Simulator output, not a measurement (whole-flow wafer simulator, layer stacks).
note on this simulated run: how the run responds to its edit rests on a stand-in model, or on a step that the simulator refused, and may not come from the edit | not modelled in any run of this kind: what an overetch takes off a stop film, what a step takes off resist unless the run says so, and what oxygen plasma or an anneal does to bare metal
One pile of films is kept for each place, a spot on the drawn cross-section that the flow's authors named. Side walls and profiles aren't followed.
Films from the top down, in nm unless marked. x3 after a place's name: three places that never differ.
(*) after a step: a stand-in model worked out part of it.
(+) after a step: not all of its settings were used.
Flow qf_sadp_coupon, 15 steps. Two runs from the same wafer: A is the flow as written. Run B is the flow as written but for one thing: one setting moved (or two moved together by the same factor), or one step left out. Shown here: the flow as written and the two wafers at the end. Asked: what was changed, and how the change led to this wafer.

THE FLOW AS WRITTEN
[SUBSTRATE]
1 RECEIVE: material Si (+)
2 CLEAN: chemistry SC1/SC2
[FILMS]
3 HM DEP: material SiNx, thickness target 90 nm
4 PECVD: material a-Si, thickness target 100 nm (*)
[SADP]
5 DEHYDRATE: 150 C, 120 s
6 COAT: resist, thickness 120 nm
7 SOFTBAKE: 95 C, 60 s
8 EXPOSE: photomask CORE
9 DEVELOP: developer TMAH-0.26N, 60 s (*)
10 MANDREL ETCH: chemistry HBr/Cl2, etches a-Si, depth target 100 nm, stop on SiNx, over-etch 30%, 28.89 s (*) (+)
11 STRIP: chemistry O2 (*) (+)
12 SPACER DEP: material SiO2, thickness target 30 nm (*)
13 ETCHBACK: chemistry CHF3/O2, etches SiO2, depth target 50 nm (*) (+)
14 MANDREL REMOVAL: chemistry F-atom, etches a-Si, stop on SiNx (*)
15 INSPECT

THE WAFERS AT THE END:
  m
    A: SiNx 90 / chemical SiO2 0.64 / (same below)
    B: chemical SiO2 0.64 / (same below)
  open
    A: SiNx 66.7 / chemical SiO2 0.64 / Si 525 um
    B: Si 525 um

The cause: step 3, HM DEP: material SiNx, thickness target 90 nm, was left out.

How the change led to this, step by step:
  10 MANDREL ETCH: chemistry HBr/Cl2, etches a-Si, depth target 100 nm, stop on SiNx, over-etch 30%, 28.89 s (*) (+)
      open: A a-Si -100 (all of it), SiNx -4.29 | B a-Si -100 (all of it), chemical SiO2 -0.64 (all of it)
  11 STRIP: chemistry O2 (*) (+)
      open: A nothing | B chemical SiO2 +0.79 (new film), Si -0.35
  13 ETCHBACK: chemistry CHF3/O2, etches SiO2, depth target 50 nm (*) (+)
      open: A SiO2 -30 (all of it), SiNx -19 | B SiO2 -30 (all of it), chemical SiO2 -0.79 (all of it)
